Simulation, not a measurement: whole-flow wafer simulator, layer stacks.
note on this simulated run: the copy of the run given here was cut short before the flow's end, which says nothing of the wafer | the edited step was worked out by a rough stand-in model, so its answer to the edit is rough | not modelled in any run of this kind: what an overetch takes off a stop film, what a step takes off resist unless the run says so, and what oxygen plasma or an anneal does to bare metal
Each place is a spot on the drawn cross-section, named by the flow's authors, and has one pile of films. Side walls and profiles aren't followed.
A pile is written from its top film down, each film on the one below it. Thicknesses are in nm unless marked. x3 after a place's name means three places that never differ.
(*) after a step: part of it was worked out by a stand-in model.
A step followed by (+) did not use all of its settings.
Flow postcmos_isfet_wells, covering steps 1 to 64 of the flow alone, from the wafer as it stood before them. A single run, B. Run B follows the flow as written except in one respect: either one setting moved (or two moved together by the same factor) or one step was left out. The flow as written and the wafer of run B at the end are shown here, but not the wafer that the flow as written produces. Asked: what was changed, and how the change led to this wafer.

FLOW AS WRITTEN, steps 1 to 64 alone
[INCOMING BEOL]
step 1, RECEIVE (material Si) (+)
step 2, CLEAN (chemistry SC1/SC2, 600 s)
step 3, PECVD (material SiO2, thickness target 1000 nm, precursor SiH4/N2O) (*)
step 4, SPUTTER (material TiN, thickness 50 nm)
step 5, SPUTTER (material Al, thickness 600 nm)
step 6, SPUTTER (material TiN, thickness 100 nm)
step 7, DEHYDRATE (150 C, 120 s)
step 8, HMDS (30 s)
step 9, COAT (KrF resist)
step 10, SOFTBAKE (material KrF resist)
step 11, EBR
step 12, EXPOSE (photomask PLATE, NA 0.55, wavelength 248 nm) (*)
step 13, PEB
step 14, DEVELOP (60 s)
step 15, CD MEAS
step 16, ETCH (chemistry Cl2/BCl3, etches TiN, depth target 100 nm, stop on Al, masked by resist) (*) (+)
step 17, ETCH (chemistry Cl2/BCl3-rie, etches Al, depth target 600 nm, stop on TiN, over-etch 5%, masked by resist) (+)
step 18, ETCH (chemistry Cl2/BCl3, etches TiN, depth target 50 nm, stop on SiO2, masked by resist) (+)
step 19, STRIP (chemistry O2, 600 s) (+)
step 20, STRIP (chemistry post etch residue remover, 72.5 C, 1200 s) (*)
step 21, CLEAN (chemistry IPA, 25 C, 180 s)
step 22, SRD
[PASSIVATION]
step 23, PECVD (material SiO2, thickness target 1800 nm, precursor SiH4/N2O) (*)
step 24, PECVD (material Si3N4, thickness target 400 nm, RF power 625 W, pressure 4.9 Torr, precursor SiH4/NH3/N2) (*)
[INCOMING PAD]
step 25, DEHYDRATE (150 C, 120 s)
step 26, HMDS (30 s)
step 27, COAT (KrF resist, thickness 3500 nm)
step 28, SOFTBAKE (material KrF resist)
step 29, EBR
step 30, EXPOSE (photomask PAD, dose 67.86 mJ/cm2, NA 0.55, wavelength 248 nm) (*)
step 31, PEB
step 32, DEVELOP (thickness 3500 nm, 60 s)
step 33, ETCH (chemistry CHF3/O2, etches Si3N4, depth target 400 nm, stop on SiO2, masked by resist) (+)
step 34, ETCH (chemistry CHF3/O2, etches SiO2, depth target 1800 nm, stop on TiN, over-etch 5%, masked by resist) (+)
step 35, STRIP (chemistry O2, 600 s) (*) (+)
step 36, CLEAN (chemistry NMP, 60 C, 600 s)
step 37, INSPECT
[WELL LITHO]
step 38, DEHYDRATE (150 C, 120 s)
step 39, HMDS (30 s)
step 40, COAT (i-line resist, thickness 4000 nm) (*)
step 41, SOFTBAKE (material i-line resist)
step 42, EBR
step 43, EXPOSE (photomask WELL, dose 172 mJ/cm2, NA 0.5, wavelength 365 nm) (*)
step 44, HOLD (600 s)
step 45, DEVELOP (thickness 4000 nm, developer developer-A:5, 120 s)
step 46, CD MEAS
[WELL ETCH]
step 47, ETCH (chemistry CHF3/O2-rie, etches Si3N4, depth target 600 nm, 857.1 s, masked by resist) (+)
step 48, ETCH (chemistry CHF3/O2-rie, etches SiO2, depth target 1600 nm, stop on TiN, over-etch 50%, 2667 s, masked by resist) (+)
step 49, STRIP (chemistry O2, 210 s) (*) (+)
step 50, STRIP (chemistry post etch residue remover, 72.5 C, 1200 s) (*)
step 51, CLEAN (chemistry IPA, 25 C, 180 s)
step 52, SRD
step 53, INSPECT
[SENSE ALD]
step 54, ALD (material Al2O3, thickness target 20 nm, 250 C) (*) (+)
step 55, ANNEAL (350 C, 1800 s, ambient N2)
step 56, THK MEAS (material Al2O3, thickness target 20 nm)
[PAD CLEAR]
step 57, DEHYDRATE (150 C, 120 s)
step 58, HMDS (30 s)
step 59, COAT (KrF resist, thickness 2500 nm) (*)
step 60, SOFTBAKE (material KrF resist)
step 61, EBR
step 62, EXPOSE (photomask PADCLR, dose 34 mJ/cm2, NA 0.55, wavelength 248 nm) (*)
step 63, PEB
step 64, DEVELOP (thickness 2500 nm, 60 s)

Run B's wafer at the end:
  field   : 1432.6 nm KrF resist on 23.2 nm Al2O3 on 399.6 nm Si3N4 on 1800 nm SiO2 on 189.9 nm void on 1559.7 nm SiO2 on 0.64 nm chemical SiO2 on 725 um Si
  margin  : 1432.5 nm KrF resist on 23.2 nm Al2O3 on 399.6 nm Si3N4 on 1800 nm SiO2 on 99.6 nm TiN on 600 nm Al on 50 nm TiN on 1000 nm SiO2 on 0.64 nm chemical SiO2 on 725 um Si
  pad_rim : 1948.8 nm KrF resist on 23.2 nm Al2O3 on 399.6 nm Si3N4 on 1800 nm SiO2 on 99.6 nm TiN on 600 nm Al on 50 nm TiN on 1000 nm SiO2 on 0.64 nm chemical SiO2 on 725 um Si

What caused this: step 54, ALD: thickness target 23.2 nm was run, whereas the flow has thickness target 20 nm.
The wafer lets one read it off: field has Al2O3 23.2, and step 54 as written asks for 20 nm.

Step by step, how the change led to this:
  step 54, ALD (material Al2O3, thickness target 20 nm, 250 C) (*) (+)
      field, margin, well900, well1300 x3, pad_rim, pad_clr, pad_open: Al2O3 gains 23.2 (new film) (as written it would have been: Al2O3 gains 20 (new film))
